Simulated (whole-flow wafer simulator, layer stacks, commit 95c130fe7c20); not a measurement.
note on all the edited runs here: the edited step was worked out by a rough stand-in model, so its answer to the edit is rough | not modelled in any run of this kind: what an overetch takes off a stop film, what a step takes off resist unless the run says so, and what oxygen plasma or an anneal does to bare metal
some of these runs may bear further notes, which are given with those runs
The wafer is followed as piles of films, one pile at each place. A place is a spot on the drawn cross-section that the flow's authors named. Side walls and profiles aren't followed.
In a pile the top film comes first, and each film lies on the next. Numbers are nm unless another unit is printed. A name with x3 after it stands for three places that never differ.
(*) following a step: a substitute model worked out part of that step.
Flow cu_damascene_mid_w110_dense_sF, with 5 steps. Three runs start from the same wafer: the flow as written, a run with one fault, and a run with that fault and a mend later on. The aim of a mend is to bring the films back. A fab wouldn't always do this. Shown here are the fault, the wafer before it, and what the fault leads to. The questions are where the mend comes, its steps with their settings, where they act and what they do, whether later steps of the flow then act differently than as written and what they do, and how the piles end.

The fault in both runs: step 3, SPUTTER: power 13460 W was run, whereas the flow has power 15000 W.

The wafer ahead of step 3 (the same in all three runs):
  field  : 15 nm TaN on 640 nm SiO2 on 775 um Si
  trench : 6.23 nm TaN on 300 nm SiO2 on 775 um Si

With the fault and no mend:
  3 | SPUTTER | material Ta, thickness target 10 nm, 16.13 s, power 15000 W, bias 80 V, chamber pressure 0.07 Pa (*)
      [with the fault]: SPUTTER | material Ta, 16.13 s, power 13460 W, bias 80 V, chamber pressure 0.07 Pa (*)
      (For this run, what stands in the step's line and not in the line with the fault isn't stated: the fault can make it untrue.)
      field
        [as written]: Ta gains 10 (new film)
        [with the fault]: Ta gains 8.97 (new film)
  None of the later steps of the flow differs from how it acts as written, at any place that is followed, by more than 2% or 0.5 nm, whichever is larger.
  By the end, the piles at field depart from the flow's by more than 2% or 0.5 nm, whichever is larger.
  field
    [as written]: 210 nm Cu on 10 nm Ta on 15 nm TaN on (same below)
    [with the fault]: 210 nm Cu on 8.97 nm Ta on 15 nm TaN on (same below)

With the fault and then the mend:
  The mend follows step 3.
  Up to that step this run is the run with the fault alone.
  3a | SPUTTER | material Ta, 1.697 s, power 15000 W, bias 80 V, chamber pressure 0.07 Pa (*) (the flow's step 3, run once more with other settings)
      field
        Ta gains 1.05
      trench
        Ta gains 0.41
  None of the later steps of the flow differs from how it acts as written, at any place that is followed, by more than 2% or 0.5 nm, whichever is larger.
  The piles end only slightly different from the flow's at the places that both follow, by no more than 2% or 0.5 nm, whichever is larger.
